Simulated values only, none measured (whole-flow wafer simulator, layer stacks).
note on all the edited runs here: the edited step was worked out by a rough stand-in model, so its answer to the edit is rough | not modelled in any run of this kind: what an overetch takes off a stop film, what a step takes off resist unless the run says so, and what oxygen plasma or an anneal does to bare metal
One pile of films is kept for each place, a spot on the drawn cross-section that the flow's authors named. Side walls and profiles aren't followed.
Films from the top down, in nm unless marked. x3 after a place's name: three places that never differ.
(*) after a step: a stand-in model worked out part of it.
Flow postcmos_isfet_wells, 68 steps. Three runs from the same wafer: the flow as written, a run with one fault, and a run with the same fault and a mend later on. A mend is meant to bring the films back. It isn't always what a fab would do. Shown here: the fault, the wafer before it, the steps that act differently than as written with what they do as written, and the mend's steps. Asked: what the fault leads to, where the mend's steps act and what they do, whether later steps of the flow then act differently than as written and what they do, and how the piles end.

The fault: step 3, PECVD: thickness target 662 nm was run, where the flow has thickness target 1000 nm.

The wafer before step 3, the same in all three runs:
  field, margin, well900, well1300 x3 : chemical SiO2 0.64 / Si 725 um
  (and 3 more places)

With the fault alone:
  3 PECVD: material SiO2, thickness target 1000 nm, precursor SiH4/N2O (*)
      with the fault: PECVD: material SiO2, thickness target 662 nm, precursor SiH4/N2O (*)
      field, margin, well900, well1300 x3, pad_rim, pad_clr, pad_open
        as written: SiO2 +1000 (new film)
        with the fault: SiO2 +662 (new film)
  No later step of the flow acts differently than as written at any place that is followed.
  At the end the piles differ from the flow's by more than 2% or 0.5 nm, whichever is larger, at field, margin, well900, well1300 x3, pad_rim, pad_clr, pad_open.
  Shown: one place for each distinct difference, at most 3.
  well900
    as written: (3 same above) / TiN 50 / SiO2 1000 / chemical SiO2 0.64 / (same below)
    with the fault: (3 same above) / TiN 50 / SiO2 662 / chemical SiO2 0.64 / (same below)
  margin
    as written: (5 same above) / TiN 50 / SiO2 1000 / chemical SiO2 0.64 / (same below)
    with the fault: (5 same above) / TiN 50 / SiO2 662 / chemical SiO2 0.64 / (same below)
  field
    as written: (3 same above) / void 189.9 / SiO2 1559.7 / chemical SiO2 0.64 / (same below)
    with the fault: (3 same above) / void 189.9 / SiO2 1221.7 / chemical SiO2 0.64 / (same below)

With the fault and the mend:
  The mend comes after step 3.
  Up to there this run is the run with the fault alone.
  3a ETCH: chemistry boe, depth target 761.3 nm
      field, margin, well900, well1300 x3, pad_rim, pad_clr, pad_open
        SiO2 -662 (all of it), chemical SiO2 -0.64 (all of it)
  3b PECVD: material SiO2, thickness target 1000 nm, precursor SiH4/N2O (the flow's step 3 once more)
      field, margin, well900, well1300 x3, pad_rim, pad_clr, pad_open
        SiO2 +1000 (new film)
  No later step of the flow acts differently than as written at any place that is followed.
  At the end the piles differ from the flow's by more than 2% or 0.5 nm, whichever is larger, at field, margin, well900, well1300 x3, pad_rim, pad_clr, pad_open.
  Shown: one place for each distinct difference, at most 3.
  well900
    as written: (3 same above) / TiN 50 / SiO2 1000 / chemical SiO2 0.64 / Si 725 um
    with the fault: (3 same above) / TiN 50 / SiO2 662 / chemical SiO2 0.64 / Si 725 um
    with the mend: (3 same above) / TiN 50 / SiO2 1000 / Si 725 um
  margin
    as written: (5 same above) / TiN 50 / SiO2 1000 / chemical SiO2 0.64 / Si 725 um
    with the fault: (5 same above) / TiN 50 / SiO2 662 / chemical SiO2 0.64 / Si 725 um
    with the mend: (5 same above) / TiN 50 / SiO2 1000 / Si 725 um
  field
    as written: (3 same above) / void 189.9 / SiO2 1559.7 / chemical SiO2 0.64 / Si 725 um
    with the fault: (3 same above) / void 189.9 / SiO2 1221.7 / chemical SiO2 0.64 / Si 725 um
    with the mend: (3 same above) / void 189.9 / SiO2 1559.7 / Si 725 um
